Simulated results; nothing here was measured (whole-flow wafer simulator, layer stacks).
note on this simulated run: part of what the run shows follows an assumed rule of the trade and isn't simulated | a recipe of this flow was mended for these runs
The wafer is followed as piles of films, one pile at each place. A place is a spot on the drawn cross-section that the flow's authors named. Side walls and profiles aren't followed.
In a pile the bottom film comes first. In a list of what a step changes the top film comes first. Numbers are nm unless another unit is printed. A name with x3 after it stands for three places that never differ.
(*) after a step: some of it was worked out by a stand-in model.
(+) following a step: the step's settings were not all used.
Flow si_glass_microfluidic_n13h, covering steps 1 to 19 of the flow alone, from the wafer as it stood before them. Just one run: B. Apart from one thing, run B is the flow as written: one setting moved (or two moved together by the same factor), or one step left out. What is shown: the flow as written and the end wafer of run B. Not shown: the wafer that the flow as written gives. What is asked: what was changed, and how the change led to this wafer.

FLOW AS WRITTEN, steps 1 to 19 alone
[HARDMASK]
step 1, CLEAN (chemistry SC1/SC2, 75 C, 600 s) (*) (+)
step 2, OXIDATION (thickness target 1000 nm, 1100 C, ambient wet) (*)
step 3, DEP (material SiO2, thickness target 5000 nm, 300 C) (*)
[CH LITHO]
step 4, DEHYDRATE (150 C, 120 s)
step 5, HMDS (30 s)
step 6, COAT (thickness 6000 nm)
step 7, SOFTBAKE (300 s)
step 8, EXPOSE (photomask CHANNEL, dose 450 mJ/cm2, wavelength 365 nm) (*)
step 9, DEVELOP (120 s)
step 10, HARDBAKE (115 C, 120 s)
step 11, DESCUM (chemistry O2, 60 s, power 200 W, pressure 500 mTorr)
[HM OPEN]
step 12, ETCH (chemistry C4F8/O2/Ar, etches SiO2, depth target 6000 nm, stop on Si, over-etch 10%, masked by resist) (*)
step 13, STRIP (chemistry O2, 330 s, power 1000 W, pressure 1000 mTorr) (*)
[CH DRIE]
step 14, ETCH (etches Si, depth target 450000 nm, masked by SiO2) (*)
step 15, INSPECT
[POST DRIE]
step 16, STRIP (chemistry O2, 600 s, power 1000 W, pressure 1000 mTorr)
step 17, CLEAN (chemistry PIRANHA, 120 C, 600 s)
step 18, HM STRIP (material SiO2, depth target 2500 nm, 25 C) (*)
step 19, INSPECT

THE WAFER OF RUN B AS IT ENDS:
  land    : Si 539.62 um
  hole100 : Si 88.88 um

The reason: step 2, OXIDATION: thickness target 856 nm was run, while the flow as written has thickness target 1000 nm.

The path from the change to this, step by step:
  step 2, OXIDATION (thickness target 1000 nm, 1100 C, ambient wet) (*)
      land, hole100: +856 SiO2 (new film), -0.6 chemical SiO2 (all of it), -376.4 Si (in the flow as written it would be: +1000 SiO2 (new film), -0.6 chemical SiO2 (all of it), -439.7 Si)
  step 12, ETCH (chemistry C4F8/O2/Ar, etches SiO2, depth target 6000 nm, stop on Si, over-etch 10%, masked by resist) (*)
      land: -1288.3 thick-i-line-resist (in the flow as written it would be: -1320 thick-i-line-resist)
      hole100: -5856 SiO2 (all of it), -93 Si (in the flow as written it would be: -6000 SiO2 (all of it), -75 Si)
  step 18, HM STRIP (material SiO2, depth target 2500 nm, 25 C) (*)
      land: -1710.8 SiO2 (all of it) (in the flow as written it would be: -1854.4 SiO2 (all of it))
